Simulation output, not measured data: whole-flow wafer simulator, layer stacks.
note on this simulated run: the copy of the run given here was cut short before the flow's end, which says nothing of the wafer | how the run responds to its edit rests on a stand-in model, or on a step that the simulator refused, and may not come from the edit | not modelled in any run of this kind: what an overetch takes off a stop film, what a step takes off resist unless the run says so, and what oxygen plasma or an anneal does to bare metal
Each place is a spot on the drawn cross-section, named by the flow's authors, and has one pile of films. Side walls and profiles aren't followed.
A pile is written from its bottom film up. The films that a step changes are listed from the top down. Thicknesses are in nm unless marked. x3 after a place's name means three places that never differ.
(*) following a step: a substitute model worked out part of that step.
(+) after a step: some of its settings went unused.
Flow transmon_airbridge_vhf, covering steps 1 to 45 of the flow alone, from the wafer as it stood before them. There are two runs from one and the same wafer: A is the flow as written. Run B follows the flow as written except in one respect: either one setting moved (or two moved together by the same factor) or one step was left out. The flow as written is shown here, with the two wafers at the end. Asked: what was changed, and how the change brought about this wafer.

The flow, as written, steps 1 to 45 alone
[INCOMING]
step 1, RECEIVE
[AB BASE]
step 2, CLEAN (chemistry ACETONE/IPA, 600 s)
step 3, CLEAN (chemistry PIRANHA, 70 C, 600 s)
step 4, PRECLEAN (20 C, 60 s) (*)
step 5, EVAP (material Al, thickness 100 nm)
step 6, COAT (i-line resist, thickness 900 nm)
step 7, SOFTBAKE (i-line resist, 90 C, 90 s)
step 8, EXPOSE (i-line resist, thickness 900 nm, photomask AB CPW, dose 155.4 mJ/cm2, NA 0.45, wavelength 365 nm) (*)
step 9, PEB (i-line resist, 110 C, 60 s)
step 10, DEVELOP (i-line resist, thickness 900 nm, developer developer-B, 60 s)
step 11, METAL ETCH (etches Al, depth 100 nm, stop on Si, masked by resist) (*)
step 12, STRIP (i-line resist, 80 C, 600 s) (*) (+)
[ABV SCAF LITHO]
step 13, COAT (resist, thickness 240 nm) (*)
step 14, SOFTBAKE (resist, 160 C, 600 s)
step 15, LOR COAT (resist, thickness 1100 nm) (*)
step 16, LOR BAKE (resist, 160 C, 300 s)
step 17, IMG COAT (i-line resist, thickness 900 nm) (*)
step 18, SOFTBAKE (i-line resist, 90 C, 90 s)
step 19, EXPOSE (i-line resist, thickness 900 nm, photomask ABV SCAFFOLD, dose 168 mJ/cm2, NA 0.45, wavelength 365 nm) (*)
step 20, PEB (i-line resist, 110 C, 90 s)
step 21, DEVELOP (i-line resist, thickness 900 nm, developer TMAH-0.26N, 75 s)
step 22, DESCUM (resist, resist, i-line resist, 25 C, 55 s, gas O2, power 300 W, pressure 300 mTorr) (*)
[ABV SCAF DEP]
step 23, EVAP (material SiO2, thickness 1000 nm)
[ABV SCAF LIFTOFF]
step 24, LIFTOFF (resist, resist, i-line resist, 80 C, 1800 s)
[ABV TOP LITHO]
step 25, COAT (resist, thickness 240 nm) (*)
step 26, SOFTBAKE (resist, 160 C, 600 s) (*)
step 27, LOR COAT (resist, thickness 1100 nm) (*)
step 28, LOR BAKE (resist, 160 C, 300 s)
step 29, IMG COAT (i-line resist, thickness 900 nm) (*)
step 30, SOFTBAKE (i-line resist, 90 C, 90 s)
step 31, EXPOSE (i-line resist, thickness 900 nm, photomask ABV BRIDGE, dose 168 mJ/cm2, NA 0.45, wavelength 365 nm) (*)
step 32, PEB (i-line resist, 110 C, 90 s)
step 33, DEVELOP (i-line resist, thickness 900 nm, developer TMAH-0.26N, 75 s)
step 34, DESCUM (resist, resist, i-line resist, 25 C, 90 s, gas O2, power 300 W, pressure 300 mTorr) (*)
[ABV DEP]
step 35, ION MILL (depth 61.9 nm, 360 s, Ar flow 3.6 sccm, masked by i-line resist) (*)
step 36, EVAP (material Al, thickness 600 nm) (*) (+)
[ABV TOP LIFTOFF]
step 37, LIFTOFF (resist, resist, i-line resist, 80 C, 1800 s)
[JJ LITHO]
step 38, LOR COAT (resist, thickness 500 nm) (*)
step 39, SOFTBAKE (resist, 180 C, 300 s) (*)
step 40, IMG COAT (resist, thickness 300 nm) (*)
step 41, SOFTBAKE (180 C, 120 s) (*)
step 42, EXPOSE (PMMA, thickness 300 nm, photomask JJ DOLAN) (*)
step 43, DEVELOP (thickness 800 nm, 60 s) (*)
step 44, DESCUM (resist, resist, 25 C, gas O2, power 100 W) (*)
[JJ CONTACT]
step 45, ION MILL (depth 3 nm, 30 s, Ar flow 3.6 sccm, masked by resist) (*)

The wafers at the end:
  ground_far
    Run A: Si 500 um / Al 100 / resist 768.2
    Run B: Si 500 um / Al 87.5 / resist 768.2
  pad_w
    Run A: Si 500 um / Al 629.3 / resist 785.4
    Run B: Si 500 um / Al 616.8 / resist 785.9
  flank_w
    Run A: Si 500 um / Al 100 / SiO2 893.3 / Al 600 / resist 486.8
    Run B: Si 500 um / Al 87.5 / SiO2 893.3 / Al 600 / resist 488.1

The reason: step 5, EVAP: thickness 87.5 nm was run, while the flow as written has thickness 100 nm.
The wafer itself shows it: ground_far has Al 87.5, and step 5 as written asks for 100 nm.

Step by step, how the change led to this:
  step 5, EVAP (material Al, thickness 100 nm)
      field x3, jj_line, ground_far and 12 more: A +100 Al (new film) | B +87.5 Al (new film)
  step 11, METAL ETCH (etches Al, depth 100 nm, stop on Si, masked by resist) (*)
      field x3, jj_line, gap_w, gap_e: A -100 Al (all of it) | B -87.5 Al (all of it)
